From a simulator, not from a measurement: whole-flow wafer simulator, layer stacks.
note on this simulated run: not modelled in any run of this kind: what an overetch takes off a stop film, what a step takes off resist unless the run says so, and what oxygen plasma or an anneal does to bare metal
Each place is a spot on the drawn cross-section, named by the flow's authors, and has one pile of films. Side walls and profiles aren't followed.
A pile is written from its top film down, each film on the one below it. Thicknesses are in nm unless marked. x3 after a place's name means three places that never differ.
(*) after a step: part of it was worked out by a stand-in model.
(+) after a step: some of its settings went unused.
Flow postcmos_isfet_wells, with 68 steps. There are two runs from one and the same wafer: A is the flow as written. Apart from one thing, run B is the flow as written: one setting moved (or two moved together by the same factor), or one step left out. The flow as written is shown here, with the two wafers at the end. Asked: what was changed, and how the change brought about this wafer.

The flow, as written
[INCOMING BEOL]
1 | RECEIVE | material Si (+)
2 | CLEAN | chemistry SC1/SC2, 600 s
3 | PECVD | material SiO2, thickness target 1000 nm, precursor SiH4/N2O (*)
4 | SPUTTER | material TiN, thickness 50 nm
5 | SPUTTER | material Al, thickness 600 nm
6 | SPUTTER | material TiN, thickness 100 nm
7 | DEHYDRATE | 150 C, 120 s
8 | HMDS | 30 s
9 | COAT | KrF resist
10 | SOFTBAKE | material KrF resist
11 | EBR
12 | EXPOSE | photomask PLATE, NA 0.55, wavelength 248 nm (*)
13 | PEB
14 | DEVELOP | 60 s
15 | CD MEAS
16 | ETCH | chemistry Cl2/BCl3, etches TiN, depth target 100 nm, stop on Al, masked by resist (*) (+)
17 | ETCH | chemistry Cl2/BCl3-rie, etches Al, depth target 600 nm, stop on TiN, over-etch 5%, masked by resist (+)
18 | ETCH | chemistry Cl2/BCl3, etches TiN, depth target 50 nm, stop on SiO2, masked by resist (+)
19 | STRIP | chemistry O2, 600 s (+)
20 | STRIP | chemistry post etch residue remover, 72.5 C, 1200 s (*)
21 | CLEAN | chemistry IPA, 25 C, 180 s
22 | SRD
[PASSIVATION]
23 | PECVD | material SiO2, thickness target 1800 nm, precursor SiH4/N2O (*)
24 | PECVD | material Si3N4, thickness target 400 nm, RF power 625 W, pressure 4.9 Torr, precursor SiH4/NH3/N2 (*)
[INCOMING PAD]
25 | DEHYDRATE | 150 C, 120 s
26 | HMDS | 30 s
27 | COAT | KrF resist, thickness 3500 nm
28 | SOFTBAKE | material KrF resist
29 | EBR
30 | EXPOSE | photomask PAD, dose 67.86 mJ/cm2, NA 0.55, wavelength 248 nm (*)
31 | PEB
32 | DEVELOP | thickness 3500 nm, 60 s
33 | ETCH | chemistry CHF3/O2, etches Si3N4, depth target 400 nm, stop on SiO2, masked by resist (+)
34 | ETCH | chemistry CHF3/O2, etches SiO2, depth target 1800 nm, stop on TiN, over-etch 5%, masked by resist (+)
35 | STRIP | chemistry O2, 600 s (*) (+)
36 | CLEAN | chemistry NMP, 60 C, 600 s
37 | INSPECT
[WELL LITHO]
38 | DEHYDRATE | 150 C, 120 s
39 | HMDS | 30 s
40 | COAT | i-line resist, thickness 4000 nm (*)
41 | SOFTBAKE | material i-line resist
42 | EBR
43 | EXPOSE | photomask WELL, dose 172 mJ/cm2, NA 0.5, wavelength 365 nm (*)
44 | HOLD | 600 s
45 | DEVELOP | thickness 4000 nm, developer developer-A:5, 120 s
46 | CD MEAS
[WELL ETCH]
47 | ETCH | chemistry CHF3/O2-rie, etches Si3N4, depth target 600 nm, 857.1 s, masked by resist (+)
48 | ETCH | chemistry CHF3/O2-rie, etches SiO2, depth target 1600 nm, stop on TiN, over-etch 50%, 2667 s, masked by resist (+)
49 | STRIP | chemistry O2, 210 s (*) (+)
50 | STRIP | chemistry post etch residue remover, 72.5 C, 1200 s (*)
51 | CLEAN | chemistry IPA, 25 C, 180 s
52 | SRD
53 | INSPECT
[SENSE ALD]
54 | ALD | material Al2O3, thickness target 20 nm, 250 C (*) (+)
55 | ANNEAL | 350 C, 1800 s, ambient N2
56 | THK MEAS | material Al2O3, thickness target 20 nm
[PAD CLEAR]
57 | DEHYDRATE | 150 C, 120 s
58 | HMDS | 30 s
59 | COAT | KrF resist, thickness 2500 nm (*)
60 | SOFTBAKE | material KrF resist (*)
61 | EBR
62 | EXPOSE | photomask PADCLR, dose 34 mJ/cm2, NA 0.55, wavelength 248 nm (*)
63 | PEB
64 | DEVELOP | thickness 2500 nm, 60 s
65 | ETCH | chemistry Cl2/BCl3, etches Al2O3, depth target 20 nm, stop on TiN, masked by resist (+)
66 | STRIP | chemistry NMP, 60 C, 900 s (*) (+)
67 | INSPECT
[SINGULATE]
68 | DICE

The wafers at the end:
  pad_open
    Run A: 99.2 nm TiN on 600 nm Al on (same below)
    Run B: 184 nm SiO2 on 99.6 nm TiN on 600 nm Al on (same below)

What caused this: step 34, ETCH: depth target 1616 nm was run, whereas the flow has depth target 1800 nm.

Step by step, how the change led to this:
  34 | ETCH | chemistry CHF3/O2, etches SiO2, depth target 1800 nm, stop on TiN, over-etch 5%, masked by resist (+)
      pad_open: A -1800 SiO2 (all of it) | B -1616 SiO2
      field, margin, well900, well1300, well2000, well3000, pad_rim, pad_clr: A -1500 KrF resist | B -1346.7 KrF resist
  35 | STRIP | chemistry O2, 600 s (*) (+)
      field, margin, well900, well1300, well2000, well3000, pad_rim, pad_clr: A -1638.4 KrF resist (all of it) | B -1791.8 KrF resist (all of it)
  41 | SOFTBAKE | material i-line resist
      pad_clr: A -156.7 i-line resist | B -138.4 i-line resist
      pad_open: A +115.3 i-line resist | B +107.1 i-line resist
  49 | STRIP | chemistry O2, 210 s (*) (+)
      pad_clr: A -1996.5 i-line resist (all of it) | B -2072.3 i-line resist (all of it)
  59 | COAT | KrF resist, thickness 2500 nm (*)
      pad_rim: A +1976.4 KrF resist (new film) | B +2018.3 KrF resist (new film)
      pad_clr: A +1691.6 KrF resist (new film) | B +1753.4 KrF resist (new film)
  60 | SOFTBAKE | material KrF resist (*)
      pad_clr: A -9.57 KrF resist | B -8.81 KrF resist
  64 | DEVELOP | thickness 2500 nm, 60 s
      pad_clr: A -1682 KrF resist (all of it) | B -1744.6 KrF resist (all of it)
  66 | STRIP | chemistry NMP, 60 C, 900 s (*) (+)
      pad_rim: A -1937.7 KrF resist (all of it) | B -1979.4 KrF resist (all of it)
